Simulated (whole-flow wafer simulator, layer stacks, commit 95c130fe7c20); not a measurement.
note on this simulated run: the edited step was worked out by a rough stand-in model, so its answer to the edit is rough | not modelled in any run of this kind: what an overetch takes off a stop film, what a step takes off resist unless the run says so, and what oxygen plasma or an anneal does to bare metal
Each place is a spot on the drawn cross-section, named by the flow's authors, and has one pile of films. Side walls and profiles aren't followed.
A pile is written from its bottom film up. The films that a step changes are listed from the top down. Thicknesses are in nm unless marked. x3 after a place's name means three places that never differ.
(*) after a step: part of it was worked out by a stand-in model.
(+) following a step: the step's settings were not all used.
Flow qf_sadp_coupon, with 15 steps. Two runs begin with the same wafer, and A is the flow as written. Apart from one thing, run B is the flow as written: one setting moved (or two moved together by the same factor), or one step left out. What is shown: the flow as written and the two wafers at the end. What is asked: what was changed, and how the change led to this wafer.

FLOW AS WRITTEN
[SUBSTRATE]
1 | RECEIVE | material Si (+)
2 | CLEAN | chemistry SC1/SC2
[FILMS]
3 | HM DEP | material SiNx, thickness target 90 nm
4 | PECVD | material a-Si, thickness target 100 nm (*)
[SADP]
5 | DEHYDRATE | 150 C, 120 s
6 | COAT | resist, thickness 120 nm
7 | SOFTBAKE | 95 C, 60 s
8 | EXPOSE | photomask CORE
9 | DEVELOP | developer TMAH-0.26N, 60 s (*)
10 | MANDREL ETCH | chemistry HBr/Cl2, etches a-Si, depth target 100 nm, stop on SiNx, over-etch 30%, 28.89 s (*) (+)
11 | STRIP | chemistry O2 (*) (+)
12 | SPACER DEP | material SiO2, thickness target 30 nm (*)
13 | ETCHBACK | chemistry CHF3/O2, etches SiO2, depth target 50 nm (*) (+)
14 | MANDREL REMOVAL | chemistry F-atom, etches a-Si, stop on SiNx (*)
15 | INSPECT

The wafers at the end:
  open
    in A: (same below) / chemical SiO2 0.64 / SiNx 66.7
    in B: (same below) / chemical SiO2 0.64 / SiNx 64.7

Cause: step 10, MANDREL ETCH: over-etch 43.5% was run, though the flow has over-etch 30%.

Step by step, how the change led to this:
  10 | MANDREL ETCH | chemistry HBr/Cl2, etches a-Si, depth target 100 nm, stop on SiNx, over-etch 30%, 28.89 s (*) (+)
      m: A resist loses 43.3 | B resist loses 47.8
      open: A a-Si loses 100 (all of it), SiNx loses 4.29 | B a-Si loses 100 (all of it), SiNx loses 6.21
  11 | STRIP | chemistry O2 (*) (+)
      m: A chemical SiO2 gains 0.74 (new film), resist loses 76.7 (all of it), a-Si loses 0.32 | B chemical SiO2 gains 0.74 (new film), resist loses 72.2 (all of it), a-Si loses 0.33
